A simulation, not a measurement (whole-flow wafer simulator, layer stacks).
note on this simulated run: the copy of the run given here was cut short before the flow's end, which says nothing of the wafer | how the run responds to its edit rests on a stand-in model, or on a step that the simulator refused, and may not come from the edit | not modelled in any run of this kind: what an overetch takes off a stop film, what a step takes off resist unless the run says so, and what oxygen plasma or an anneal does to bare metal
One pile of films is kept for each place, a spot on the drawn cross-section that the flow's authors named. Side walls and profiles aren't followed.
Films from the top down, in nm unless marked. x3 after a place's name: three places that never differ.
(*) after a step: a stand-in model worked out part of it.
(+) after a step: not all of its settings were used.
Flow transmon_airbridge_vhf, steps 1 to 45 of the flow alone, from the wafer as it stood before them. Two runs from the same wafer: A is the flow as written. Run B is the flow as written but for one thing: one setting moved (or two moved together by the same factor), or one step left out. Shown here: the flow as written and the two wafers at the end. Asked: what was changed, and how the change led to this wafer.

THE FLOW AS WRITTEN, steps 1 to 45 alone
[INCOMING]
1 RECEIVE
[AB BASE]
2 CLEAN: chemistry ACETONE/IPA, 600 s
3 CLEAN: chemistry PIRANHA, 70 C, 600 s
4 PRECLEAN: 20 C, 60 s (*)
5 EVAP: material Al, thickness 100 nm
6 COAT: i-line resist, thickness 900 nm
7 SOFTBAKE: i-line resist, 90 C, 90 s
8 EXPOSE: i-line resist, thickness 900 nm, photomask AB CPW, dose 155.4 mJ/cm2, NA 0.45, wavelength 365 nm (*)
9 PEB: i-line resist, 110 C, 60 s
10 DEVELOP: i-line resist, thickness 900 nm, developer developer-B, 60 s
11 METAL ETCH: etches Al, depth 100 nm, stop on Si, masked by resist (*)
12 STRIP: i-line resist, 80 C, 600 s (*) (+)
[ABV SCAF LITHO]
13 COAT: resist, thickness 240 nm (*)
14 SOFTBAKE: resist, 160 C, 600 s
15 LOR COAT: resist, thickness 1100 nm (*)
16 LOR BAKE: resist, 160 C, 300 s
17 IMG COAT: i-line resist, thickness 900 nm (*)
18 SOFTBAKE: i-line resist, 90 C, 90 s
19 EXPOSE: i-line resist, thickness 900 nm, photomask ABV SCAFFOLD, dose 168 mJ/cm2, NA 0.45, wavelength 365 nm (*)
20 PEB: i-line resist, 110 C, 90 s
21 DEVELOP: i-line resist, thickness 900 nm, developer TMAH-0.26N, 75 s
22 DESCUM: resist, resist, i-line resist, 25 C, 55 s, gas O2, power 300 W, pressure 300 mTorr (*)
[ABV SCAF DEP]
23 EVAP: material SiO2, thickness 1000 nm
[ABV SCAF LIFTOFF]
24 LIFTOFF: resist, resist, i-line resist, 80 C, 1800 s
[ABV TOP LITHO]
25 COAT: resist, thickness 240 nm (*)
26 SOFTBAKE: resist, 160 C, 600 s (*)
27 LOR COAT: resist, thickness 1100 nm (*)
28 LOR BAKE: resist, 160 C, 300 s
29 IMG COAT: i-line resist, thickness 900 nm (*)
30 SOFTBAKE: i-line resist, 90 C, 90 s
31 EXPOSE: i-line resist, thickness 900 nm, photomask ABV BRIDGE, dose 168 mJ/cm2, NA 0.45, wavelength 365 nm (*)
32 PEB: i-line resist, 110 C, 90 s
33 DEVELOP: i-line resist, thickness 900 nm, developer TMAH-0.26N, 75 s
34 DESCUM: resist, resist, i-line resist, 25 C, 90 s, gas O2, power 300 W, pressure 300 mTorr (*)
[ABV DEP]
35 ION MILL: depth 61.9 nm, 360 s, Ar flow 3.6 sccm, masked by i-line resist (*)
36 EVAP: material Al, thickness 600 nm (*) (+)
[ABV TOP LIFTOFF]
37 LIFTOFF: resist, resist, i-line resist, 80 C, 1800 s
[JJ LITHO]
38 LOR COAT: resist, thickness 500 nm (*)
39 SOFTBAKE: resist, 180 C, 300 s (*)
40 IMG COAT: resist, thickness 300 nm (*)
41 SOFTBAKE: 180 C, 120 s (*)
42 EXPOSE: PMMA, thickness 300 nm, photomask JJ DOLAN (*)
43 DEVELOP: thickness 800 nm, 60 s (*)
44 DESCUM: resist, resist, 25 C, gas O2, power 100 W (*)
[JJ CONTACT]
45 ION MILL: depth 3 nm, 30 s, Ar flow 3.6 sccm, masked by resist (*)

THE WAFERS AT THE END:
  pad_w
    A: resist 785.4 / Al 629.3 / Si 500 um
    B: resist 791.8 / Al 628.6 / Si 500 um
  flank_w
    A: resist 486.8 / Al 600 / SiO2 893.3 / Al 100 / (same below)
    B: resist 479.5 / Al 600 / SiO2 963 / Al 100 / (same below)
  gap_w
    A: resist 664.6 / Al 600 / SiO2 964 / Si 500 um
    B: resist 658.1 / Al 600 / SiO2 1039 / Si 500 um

The cause: step 23, EVAP: thickness 1075 nm was run, where the flow has thickness 1000 nm.

How the change led to this, step by step:
  23 EVAP: material SiO2, thickness 1000 nm
      field x3, jj_line, ground_far and 10 more: A SiO2 +1000 (new film) | B SiO2 +1075 (new film)
      flank_w, flank_e: A SiO2 +929.3 (new film) | B SiO2 +999 (new film)
  24 LIFTOFF: resist, resist, i-line resist, 80 C, 1800 s
      field x3, jj_line, trace_open_s x2: A SiO2 -1000 (all of it), i-line resist -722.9 (all of it), resist -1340 (all of it) | B SiO2 -1075 (all of it), i-line resist -722.9 (all of it), resist -1340 (all of it)
      pad_w, pad_e: A SiO2 -1000 (all of it), i-line resist -718 (all of it), resist -1330.2 (all of it) | B SiO2 -1075 (all of it), i-line resist -718 (all of it), resist -1330.2 (all of it)
      (and at 1 more place)
  25 COAT: resist, thickness 240 nm (*)
      margin_s, margin_n: A resist +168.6 (new film) | B resist +164.4 (new film)
      bridge_strip: A resist +188.1 (new film) | B resist +184.3 (new film)
  27 LOR COAT: resist, thickness 1100 nm (*)
      margin_s, margin_n: A resist +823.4 | B resist +806.2
      flank_w: A resist +822.6 | B resist +804.9
      (and at 1 more place)
  29 IMG COAT: i-line resist, thickness 900 nm (*)
      gap_w, gap_e: A i-line resist +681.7 (new film) | B i-line resist +663.6 (new film)
      margin_s, margin_n: A i-line resist +603.2 (new film) | B i-line resist +579.4 (new film)
      (and at 3 more places)
  32 PEB: i-line resist, 110 C, 90 s
      flank_w, flank_e: A i-line resist -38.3 | B i-line resist -37.5
      gap_w, gap_e: A i-line resist -34.7 | B i-line resist -33.8
      (and at 4 more places)
  33 DEVELOP: i-line resist, thickness 900 nm, developer TMAH-0.26N, 75 s
      gap_w, gap_e: A i-line resist -646.9 (all of it), resist -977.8 | B i-line resist -629.8 (all of it), resist -967.7
      flank_w: A i-line resist -710.9 (all of it), resist -822.6 | B i-line resist -696.6 (all of it), resist -804.9
      (and at 3 more places)
  34 DESCUM: resist, resist, i-line resist, 25 C, 90 s, gas O2, power 300 W, pressure 300 mTorr (*)
      bridge_strip: A resist -188.1 (all of it) | B resist -184.3 (all of it)
  37 LIFTOFF: resist, resist, i-line resist, 80 C, 1800 s
      margin_s, margin_n: A Al -600 (all of it), i-line resist -318.3 (all of it), resist -992 (all of it) | B Al -600 (all of it), i-line resist -295.7 (all of it), resist -970.6 (all of it)
